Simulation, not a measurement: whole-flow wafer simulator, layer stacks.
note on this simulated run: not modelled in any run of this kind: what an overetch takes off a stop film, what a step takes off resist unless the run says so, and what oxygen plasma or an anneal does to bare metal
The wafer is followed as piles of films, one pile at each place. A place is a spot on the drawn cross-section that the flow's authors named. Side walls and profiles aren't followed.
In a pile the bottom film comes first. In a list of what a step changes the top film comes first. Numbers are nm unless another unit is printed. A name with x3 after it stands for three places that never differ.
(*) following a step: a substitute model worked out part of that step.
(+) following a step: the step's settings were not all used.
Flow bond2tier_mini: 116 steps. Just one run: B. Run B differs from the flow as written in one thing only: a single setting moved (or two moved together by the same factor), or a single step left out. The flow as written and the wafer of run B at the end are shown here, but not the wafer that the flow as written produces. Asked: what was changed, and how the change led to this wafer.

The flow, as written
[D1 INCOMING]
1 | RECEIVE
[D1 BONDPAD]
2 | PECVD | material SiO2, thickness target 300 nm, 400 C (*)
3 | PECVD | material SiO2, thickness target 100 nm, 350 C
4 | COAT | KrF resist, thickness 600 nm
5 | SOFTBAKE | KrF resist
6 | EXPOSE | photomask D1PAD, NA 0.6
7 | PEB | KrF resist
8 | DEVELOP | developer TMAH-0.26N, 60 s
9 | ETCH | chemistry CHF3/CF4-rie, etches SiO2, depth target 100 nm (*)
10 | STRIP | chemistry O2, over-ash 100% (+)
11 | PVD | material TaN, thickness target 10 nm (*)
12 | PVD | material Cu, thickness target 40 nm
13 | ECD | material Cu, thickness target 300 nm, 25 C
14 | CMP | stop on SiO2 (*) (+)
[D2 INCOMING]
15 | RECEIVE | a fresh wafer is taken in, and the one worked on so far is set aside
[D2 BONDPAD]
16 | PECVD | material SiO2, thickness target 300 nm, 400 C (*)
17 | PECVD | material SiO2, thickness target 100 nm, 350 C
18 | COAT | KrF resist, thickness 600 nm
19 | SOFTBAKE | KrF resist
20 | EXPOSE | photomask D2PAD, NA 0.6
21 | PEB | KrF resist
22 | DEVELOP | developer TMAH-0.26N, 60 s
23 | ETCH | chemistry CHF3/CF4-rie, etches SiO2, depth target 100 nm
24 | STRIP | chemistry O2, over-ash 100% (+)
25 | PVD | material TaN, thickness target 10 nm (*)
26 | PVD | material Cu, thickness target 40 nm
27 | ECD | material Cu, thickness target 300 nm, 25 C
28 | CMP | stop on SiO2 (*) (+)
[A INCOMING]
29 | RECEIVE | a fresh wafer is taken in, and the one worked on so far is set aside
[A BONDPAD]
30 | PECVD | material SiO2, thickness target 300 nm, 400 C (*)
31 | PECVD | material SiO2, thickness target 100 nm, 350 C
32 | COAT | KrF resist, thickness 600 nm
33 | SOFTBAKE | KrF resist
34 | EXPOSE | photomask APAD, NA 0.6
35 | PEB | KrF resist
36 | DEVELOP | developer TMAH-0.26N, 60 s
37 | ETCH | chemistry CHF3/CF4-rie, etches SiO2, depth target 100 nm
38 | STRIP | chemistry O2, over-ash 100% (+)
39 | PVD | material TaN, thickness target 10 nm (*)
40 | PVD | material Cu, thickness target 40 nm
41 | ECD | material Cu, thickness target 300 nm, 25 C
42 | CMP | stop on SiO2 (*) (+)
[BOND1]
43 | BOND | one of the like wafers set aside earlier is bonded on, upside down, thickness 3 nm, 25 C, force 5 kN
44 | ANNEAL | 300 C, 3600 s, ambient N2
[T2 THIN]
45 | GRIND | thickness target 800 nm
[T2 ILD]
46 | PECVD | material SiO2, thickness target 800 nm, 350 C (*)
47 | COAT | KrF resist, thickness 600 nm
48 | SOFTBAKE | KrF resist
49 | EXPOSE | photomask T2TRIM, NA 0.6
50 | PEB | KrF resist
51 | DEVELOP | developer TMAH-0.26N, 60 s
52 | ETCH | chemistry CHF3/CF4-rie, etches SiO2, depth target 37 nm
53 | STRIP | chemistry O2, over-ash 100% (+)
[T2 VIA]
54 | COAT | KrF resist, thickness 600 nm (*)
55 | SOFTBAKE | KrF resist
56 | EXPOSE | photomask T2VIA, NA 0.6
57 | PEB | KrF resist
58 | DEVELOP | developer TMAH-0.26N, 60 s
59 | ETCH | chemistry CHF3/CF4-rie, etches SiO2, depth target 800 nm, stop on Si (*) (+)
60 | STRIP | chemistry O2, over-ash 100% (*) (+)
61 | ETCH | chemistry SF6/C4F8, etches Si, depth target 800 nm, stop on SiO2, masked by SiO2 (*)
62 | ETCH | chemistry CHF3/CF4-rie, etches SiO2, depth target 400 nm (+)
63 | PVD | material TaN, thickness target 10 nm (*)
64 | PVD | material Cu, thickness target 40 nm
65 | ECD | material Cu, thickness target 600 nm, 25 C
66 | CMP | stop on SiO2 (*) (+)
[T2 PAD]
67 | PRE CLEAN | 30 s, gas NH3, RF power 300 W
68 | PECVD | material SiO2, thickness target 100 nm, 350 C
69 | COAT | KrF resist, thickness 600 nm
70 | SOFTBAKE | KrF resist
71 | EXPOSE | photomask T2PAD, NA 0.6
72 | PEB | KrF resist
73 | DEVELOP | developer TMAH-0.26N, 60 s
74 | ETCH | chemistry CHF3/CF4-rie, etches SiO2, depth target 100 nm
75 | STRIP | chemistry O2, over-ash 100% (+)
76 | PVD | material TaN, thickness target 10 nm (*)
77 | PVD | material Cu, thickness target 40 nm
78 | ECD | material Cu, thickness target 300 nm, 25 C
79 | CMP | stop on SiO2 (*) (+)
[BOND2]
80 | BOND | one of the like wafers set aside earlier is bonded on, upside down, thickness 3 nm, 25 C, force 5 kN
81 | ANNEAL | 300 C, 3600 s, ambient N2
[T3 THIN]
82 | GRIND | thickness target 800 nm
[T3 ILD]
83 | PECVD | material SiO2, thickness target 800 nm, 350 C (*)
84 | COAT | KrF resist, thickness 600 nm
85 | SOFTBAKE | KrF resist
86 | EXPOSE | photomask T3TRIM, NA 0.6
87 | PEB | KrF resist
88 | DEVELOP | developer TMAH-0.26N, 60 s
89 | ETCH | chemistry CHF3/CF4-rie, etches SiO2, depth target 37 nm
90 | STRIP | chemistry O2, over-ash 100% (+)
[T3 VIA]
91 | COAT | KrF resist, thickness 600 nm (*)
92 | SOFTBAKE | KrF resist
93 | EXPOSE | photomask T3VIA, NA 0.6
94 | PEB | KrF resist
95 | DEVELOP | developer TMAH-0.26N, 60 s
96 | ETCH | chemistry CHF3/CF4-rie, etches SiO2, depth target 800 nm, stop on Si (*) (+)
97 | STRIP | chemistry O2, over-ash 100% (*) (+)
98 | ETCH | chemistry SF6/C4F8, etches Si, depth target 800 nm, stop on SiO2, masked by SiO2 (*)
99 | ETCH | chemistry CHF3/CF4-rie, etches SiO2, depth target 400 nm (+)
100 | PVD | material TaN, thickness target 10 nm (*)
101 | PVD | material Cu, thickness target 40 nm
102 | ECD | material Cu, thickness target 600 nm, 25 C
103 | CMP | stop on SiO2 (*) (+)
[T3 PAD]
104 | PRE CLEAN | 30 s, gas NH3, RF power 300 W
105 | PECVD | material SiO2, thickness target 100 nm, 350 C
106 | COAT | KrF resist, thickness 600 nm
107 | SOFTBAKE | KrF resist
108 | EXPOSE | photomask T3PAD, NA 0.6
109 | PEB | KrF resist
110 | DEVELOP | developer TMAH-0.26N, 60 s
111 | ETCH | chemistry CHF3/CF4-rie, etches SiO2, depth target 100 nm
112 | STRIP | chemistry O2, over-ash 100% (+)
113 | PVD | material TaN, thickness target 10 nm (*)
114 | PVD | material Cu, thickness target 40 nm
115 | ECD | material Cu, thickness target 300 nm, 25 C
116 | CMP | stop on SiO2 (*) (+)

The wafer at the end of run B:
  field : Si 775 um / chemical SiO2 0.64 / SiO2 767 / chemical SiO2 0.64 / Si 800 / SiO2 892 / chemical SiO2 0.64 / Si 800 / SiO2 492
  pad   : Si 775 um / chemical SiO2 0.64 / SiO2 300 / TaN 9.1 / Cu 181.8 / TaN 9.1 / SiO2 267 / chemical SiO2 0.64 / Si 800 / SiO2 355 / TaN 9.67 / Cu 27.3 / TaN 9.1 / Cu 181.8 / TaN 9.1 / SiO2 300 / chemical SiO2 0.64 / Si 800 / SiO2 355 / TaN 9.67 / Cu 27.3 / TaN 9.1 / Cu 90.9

The reason: step 3, PECVD: thickness target 67 nm was run, though the flow has thickness target 100 nm.

The path from the change to this, step by step:
  3 | PECVD | material SiO2, thickness target 100 nm, 350 C
      field, pad, via: SiO2 gains 67 (as written it would have been: SiO2 gains 100)
  43 | BOND | one of the like wafers set aside earlier is bonded on, upside down, thickness 3 nm, 25 C, force 5 kN
      field: Si gains 775 um (new film), chemical SiO2 gains 0.64 (new film), SiO2 gains 367 (as written it would have been: Si gains 775 um (new film), chemical SiO2 gains 0.64 (new film), SiO2 gains 400)
      pad: Si gains 775 um (new film), chemical SiO2 gains 0.64 (new film), SiO2 gains 267 (new film), TaN gains 9.1 (new film), Cu gains 90.9 (as written it would have been: Si gains 775 um (new film), chemical SiO2 gains 0.64 (new film), SiO2 gains 300 (new film), TaN gains 9.1 (new film), Cu gains 90.9)
      (also at 1 further place)
